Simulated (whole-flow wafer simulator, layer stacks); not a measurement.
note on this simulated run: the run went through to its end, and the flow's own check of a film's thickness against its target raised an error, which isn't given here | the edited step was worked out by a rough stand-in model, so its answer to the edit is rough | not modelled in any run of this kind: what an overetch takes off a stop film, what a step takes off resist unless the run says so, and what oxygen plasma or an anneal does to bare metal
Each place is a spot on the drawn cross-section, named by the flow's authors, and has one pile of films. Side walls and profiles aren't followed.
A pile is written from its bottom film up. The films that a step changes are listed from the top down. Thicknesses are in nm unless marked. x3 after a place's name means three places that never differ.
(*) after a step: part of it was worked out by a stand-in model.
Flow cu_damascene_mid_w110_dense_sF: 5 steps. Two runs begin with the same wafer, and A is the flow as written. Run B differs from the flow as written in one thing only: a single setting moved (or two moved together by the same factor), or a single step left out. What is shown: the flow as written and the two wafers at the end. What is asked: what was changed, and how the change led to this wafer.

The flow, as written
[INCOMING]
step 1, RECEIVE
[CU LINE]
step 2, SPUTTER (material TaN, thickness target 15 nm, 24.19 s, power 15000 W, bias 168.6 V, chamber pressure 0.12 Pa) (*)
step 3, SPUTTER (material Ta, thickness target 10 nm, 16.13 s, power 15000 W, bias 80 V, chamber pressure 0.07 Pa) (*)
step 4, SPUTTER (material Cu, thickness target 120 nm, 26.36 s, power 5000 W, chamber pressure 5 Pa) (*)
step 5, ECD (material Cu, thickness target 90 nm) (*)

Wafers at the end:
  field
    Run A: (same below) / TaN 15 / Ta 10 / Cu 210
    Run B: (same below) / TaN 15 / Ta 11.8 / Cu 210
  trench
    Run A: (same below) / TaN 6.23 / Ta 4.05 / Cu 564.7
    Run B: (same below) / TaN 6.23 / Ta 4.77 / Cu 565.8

What caused this: step 3, SPUTTER: thickness target 11.8 nm was run, whereas the flow has thickness target 10 nm; step 3, SPUTTER: 18.95 s was run, where the flow has 16.13 s.
The wafer itself shows it: field has Ta 11.8, and step 3 as written asks for 10 nm.

The path from the change to this, step by step:
  step 3, SPUTTER (material Ta, thickness target 10 nm, 16.13 s, power 15000 W, bias 80 V, chamber pressure 0.07 Pa) (*)
      field: A Ta gains 10 (new film) | B Ta gains 11.8 (new film)
      trench: A Ta gains 4.05 (new film) | B Ta gains 4.77 (new film)
